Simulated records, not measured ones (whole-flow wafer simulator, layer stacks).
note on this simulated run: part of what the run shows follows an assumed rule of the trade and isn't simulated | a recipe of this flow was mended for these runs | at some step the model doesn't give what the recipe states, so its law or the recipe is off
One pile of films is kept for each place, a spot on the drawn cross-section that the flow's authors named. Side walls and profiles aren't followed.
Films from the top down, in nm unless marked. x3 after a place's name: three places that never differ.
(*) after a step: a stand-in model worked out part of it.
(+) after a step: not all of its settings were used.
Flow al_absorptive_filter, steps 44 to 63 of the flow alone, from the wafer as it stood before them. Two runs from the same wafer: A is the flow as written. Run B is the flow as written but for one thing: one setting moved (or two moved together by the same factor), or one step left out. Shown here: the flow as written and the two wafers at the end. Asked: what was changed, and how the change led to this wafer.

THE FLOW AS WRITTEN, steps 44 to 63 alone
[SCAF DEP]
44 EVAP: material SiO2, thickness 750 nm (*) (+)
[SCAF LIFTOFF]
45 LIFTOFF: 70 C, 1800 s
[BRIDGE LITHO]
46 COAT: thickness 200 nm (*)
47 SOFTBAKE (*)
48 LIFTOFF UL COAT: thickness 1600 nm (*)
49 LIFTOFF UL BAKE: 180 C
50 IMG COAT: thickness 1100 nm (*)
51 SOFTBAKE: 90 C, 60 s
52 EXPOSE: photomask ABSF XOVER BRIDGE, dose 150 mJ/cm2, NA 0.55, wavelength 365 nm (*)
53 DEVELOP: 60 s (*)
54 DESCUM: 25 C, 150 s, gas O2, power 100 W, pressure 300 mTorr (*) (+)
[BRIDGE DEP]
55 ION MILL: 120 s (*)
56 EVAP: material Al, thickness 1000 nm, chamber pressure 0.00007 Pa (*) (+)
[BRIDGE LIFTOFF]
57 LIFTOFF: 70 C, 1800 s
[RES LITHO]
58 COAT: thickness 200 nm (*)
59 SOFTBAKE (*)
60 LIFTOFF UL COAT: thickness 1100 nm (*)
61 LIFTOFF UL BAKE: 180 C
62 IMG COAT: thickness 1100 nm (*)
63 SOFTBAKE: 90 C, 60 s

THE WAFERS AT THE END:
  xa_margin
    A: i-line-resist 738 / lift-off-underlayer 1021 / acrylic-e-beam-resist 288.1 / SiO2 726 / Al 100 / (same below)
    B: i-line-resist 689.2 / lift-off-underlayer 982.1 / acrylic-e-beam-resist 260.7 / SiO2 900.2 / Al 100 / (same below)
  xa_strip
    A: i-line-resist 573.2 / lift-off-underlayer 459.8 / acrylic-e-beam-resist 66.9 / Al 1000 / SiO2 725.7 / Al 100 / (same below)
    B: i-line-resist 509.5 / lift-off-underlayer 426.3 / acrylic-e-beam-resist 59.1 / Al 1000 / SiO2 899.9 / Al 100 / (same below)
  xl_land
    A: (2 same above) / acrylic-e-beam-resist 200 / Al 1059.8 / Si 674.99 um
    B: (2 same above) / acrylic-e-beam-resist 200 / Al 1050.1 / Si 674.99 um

The cause: step 44, EVAP: thickness 930 nm was run, where the flow has thickness 750 nm; step 55, ION MILL: 148.8 s was run, where the flow has 120 s.

How the change led to this, step by step:
  44 EVAP: material SiO2, thickness 750 nm (*) (+)
      gnd, pad_far, pad_near and 10 more: A SiO2 +750 (new film) | B SiO2 +930 (new film)
      xa_margin: A SiO2 +726 (new film) | B SiO2 +900.2 (new film)
  45 LIFTOFF: 70 C, 1800 s
      gnd, xa_field, xl_land, idc_field: A SiO2 -750 (all of it), i-line-resist -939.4 (all of it), lift-off-underlayer -1100 (all of it), acrylic-e-beam-resist -200 (all of it) | B SiO2 -930 (all of it), i-line-resist -939.4 (all of it), lift-off-underlayer -1100 (all of it), acrylic-e-beam-resist -200 (all of it)
      pad_far: A SiO2 -750 (all of it), i-line-resist -937 (all of it), lift-off-underlayer -1092.7 (all of it), acrylic-e-beam-resist -198.5 (all of it) | B SiO2 -930 (all of it), i-line-resist -937 (all of it), lift-off-underlayer -1092.7 (all of it), acrylic-e-beam-resist -198.5 (all of it)
      (and at 5 more places)
  46 COAT: thickness 200 nm (*)
      xa_margin: A acrylic-e-beam-resist +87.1 (new film) | B acrylic-e-beam-resist +81.9 (new film)
      xa_strip: A acrylic-e-beam-resist +156.7 (new film) | B acrylic-e-beam-resist +141.9 (new film)
      (and at 2 more places)
  48 LIFTOFF UL COAT: thickness 1600 nm (*)
      xa_margin: A lift-off-underlayer +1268 (new film) | B lift-off-underlayer +1181.4 (new film)
      xa_strip: A lift-off-underlayer +1219 (new film) | B lift-off-underlayer +1148.9 (new film)
      (and at 2 more places)
  50 IMG COAT: thickness 1100 nm (*)
      xa_margin: A i-line-resist +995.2 (new film) | B i-line-resist +962 (new film)
      xa_strip: A i-line-resist +962 (new film) | B i-line-resist +920.1 (new film)
      (and at 2 more places)
  51 SOFTBAKE: 90 C, 60 s
      xa_strip: A i-line-resist -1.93 | B i-line-resist -2.46
      xl_turn: A i-line-resist -1.83 | B i-line-resist -2.36
  53 DEVELOP: 60 s (*)
      xa_strip: A i-line-resist -960.1 (all of it), lift-off-underlayer -1219 (all of it) | B i-line-resist -917.6 (all of it), lift-off-underlayer -1148.9 (all of it)
      xl_gap: A i-line-resist -1001.2 (all of it), lift-off-underlayer -1316.9 (all of it) | B i-line-resist -968.3 (all of it), lift-off-underlayer -1228.9 (all of it)
      (and at 1 more place)
  54 DESCUM: 25 C, 150 s, gas O2, power 100 W, pressure 300 mTorr (*) (+)
      xa_strip: A acrylic-e-beam-resist -156.7 (all of it) | B acrylic-e-beam-resist -141.9 (all of it)
      xl_gap: A acrylic-e-beam-resist -97.9 (all of it) | B acrylic-e-beam-resist -87.3 (all of it)
      (and at 1 more place)
  55 ION MILL: 120 s (*)
      gnd, pad_far, pad_near and 7 more: A i-line-resist -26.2 | B i-line-resist -32.5
      xa_strip, xl_gap, xl_turn: A SiO2 -24.3 | B SiO2 -30.1
      (and at 1 more place)
  57 LIFTOFF: 70 C, 1800 s
      xa_margin: A Al -1000 (all of it), i-line-resist -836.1 (all of it), lift-off-underlayer -1268 (all of it), acrylic-e-beam-resist -87.1 (all of it) | B Al -1000 (all of it), i-line-resist -793.9 (all of it), lift-off-underlayer -1181.4 (all of it), acrylic-e-beam-resist -81.9 (all of it)
  58 COAT: thickness 200 nm (*)
      xa_margin: A acrylic-e-beam-resist +288.1 (new film) | B acrylic-e-beam-resist +260.7 (new film)
      xa_strip: A acrylic-e-beam-resist +66.9 (new film) | B acrylic-e-beam-resist +59.1 (new film)
      (and at 2 more places)
  60 LIFTOFF UL COAT: thickness 1100 nm (*)
      xa_margin: A lift-off-underlayer +1021 (new film) | B lift-off-underlayer +982.1 (new film)
      xa_strip: A lift-off-underlayer +459.8 (new film) | B lift-off-underlayer +426.3 (new film)
      (and at 2 more places)
  62 IMG COAT: thickness 1100 nm (*)
      xa_margin: A i-line-resist +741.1 (new film) | B i-line-resist +692.6 (new film)
      xa_strip: A i-line-resist +577.9 (new film) | B i-line-resist +513.9 (new film)
      (and at 2 more places)
  63 SOFTBAKE: 90 C, 60 s
      xl_turn: A i-line-resist -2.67 | B i-line-resist -3.39
